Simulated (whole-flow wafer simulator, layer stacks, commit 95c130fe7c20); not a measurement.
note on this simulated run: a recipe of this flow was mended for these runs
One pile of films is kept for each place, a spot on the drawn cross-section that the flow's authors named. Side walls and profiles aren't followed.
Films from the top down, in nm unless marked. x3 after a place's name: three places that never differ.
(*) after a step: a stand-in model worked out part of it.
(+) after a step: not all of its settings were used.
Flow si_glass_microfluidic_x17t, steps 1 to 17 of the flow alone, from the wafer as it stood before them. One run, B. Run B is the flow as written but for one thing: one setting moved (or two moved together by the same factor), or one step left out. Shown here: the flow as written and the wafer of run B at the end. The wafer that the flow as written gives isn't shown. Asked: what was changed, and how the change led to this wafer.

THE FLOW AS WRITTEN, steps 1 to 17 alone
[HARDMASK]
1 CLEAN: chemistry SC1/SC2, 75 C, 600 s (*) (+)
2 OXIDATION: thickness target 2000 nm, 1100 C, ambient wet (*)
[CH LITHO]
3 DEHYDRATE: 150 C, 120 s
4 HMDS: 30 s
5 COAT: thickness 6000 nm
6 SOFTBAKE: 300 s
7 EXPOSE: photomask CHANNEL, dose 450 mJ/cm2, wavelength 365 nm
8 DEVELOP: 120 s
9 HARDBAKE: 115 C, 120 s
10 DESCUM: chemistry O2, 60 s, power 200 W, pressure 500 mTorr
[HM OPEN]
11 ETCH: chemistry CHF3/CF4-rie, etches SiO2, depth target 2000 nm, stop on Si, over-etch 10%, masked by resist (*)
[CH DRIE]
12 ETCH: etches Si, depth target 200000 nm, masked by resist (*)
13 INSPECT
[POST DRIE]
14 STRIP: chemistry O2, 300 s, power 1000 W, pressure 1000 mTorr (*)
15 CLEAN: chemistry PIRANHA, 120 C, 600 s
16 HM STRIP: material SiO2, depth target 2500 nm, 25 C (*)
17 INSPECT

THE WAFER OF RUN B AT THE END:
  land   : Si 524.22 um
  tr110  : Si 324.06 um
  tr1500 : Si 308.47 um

The cause: step 2, OXIDATION: thickness target 1760 nm was run, where the flow has thickness target 2000 nm.

How the change led to this, step by step:
  2 OXIDATION: thickness target 2000 nm, 1100 C, ambient wet (*)
      land, tr110, tr1500, tr15: SiO2 +1760 (new film), chemical SiO2 -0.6 (all of it), Si -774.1 (as written it would be: SiO2 +2000 (new film), chemical SiO2 -0.6 (all of it), Si -879.7)
  11 ETCH: chemistry CHF3/CF4-rie, etches SiO2, depth target 2000 nm, stop on Si, over-etch 10%, masked by resist (*)
      tr110, tr1500, tr15: SiO2 -1760 (all of it), Si -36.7 (as written it would be: SiO2 -2000 (all of it), Si -16.7)
      land: thick-i-line-resist -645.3 (as written it would be: thick-i-line-resist -733.3)
  12 ETCH: etches Si, depth target 200000 nm, masked by resist (*)
      tr1500: Si -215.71 um (as written it would be: Si -215.73 um)
      tr15: Si -150.04 um (as written it would be: Si -149.99 um)
  14 STRIP: chemistry O2, 300 s, power 1000 W, pressure 1000 mTorr (*)
      land: thick-i-line-resist -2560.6 (all of it) (as written it would be: thick-i-line-resist -2472.3 (all of it))
  16 HM STRIP: material SiO2, depth target 2500 nm, 25 C (*)
      land: SiO2 -1760 (all of it) (as written it would be: SiO2 -2000 (all of it))
